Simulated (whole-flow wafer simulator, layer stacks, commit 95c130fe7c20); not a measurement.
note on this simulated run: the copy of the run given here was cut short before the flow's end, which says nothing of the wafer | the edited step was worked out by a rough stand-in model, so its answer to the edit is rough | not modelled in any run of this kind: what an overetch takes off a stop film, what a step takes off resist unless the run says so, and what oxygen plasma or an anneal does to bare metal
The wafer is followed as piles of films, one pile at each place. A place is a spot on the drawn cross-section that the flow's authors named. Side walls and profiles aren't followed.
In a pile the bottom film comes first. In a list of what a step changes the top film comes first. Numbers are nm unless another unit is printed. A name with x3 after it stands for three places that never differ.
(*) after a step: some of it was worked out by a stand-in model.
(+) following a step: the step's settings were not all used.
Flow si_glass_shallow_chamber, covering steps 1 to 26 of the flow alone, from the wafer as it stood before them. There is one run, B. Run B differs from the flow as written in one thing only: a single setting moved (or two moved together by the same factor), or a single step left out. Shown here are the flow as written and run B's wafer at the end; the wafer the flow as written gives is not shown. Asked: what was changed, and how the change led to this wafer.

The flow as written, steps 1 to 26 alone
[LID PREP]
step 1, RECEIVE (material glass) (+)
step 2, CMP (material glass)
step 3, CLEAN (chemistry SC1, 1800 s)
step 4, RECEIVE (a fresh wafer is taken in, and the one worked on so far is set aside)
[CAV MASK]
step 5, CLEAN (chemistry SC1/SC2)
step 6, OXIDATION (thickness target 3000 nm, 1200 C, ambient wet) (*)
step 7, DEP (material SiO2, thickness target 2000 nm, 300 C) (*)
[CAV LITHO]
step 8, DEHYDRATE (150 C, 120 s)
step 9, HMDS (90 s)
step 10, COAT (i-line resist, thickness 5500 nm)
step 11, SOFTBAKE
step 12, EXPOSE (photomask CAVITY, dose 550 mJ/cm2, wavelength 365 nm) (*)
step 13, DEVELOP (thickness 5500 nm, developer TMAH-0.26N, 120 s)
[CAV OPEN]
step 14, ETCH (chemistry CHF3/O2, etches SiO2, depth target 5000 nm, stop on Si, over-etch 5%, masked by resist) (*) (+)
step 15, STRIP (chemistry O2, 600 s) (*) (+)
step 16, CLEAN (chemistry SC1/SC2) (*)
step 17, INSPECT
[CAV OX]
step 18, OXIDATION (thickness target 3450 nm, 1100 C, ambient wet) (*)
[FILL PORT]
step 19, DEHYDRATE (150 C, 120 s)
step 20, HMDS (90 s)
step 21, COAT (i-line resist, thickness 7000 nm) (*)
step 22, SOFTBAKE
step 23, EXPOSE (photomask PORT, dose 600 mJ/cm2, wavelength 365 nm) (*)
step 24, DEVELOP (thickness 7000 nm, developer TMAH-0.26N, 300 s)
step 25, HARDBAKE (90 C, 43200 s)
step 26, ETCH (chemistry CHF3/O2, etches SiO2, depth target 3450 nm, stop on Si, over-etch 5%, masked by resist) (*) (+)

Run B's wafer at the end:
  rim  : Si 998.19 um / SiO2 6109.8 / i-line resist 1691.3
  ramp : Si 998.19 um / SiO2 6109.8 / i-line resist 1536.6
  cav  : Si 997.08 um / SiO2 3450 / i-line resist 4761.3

What caused this: step 14, ETCH: over-etch 7.94% was run, though the flow has over-etch 5%.

Step by step, how the change led to this:
  step 14, ETCH (chemistry CHF3/O2, etches SiO2, depth target 5000 nm, stop on Si, over-etch 5%, masked by resist) (*) (+)
      rim, ramp, septum, ring: -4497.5 i-line resist (as written it would have been: -4375 i-line resist)
      cav, port: -5000 SiO2 (all of it), -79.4 Si (as written it would have been: -5000 SiO2 (all of it), -50 Si)
  step 15, STRIP (chemistry O2, 600 s) (*) (+)
      rim, ramp, septum, ring: -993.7 i-line resist (all of it) (as written it would have been: -1116.2 i-line resist (all of it))
